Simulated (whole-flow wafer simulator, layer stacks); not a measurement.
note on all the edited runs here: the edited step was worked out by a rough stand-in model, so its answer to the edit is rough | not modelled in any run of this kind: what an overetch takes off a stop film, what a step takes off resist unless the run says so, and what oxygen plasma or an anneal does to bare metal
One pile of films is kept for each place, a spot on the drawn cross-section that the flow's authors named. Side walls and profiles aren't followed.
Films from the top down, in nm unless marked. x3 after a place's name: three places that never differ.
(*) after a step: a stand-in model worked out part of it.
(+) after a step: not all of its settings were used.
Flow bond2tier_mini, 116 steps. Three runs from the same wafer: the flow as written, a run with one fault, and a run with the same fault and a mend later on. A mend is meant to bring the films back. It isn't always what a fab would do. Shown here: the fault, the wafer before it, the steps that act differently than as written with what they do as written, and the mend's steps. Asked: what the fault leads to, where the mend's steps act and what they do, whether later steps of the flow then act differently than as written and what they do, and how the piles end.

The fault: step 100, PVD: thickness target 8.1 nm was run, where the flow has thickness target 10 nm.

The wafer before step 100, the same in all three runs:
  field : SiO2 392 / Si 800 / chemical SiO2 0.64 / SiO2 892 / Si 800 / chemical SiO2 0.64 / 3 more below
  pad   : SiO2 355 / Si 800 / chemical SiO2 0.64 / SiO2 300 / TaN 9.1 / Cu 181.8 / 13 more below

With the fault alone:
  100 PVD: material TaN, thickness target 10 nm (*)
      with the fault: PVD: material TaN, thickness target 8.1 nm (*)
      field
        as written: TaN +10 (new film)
        with the fault: TaN +8.1 (new film)
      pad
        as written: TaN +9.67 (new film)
        with the fault: TaN +7.83 (new film)
  Later steps of the flow that act differently than as written (1 more step differs only slightly, by at most 2% or 0.5 nm, whichever is larger, and isn't shown):
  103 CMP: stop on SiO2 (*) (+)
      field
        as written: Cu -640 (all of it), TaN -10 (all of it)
        with the fault: Cu -640 (all of it), TaN -8.1 (all of it)
  At the end the piles differ from the flow's by more than 2% or 0.5 nm, whichever is larger, at pad.
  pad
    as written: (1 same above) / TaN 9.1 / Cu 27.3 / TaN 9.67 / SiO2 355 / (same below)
    with the fault: (1 same above) / TaN 9.1 / Cu 29.2 / TaN 7.83 / SiO2 355 / (same below)

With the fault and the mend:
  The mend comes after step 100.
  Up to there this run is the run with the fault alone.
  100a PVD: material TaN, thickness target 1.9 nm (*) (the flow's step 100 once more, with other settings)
      field
        TaN +1.9
      pad
        TaN +1.84
  No later step of the flow acts differently than as written at any place that is followed.
  At the end the piles are the same as the flow's at every place that both follow.
